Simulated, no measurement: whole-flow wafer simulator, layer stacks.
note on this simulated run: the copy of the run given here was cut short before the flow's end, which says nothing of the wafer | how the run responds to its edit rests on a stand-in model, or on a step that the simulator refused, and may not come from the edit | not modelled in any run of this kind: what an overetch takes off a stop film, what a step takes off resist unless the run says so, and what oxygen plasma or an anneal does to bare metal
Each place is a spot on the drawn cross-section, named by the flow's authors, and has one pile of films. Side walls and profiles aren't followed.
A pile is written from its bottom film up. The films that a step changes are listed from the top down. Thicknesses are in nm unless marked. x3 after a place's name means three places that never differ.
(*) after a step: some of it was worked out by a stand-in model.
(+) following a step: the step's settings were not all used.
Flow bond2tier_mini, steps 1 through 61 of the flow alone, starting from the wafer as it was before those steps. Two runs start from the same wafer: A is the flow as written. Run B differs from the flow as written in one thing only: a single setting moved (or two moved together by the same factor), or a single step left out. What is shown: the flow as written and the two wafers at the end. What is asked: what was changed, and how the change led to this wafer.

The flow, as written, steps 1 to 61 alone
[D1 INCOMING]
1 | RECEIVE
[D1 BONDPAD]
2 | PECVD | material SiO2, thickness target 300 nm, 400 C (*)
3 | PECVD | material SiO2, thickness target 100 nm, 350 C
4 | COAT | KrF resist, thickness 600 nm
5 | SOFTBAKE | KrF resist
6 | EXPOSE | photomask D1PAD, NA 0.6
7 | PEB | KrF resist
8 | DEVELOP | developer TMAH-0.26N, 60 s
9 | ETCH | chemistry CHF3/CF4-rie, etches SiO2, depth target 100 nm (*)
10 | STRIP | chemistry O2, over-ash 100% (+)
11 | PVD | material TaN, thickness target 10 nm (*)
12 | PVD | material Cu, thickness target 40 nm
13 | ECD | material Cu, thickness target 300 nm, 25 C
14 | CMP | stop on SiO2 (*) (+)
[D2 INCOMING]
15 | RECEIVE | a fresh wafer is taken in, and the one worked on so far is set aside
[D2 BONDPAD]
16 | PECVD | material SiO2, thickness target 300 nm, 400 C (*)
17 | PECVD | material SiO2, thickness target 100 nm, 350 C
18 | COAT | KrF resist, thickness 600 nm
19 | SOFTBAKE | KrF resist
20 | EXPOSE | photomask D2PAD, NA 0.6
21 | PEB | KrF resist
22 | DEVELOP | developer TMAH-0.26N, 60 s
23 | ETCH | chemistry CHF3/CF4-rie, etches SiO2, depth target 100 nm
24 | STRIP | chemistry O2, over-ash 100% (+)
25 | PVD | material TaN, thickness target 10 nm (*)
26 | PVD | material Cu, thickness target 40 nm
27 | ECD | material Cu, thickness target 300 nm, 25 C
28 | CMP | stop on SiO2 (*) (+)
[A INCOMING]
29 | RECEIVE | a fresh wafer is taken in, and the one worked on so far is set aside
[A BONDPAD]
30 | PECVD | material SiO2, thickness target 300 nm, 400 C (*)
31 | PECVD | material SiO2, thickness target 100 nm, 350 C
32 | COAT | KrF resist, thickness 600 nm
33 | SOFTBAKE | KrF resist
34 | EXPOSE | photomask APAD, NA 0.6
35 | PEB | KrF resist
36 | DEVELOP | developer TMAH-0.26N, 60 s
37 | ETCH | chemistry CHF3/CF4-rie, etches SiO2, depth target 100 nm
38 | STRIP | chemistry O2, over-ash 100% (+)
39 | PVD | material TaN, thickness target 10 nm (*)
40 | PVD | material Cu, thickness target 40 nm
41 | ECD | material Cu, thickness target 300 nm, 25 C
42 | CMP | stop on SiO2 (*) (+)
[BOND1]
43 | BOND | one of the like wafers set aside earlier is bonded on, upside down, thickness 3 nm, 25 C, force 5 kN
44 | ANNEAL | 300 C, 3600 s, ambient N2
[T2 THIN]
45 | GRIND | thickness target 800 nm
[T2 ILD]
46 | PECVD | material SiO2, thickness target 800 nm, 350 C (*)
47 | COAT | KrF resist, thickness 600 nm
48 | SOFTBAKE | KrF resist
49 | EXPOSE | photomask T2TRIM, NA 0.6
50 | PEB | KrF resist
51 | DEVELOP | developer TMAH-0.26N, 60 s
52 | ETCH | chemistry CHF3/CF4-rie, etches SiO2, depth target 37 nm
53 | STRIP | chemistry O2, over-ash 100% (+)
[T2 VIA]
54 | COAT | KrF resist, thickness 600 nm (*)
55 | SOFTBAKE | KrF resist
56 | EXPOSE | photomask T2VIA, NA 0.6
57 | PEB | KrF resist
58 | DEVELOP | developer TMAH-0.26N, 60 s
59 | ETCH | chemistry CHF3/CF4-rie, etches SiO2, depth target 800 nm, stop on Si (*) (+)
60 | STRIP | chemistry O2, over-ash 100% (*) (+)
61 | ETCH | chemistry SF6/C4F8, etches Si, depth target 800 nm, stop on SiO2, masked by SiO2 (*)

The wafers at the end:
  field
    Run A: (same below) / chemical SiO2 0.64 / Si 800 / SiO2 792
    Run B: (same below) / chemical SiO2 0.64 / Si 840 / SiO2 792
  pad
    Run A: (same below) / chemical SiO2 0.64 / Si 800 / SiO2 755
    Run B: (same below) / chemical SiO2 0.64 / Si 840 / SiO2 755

Cause: step 45, GRIND: thickness target 840 nm was run, whereas the flow has thickness target 800 nm.
The wafer itself shows it: field has Si 840, and step 45 as written asks for 800 nm.

The path from the change to this, step by step:
  45 | GRIND | thickness target 800 nm
      field, pad, via: A -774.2 um Si | B -774.16 um Si
